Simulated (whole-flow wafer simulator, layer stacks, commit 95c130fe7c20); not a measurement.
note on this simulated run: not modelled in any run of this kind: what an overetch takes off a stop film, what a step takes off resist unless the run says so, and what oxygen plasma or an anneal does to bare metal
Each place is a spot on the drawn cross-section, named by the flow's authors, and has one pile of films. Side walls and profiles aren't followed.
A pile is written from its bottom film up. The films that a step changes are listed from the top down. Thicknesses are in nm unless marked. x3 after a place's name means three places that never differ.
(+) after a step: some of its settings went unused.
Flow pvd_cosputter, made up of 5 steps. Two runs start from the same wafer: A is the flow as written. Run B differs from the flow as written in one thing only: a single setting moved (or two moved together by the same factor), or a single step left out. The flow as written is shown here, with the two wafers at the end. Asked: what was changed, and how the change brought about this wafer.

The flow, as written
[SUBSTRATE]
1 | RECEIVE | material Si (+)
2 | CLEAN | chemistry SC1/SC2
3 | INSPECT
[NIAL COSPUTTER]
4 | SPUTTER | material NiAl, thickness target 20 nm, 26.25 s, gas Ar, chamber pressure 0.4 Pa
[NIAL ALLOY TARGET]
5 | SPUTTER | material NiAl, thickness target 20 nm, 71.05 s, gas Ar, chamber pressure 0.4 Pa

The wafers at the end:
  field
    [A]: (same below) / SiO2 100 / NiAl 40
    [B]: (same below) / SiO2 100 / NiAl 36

Cause: step 4, SPUTTER: thickness target 16 nm was run, though the flow has thickness target 20 nm.

How this came from the change, step by step:
  4 | SPUTTER | material NiAl, thickness target 20 nm, 26.25 s, gas Ar, chamber pressure 0.4 Pa
      field: A +20 NiAl (new film) | B +16 NiAl (new film)
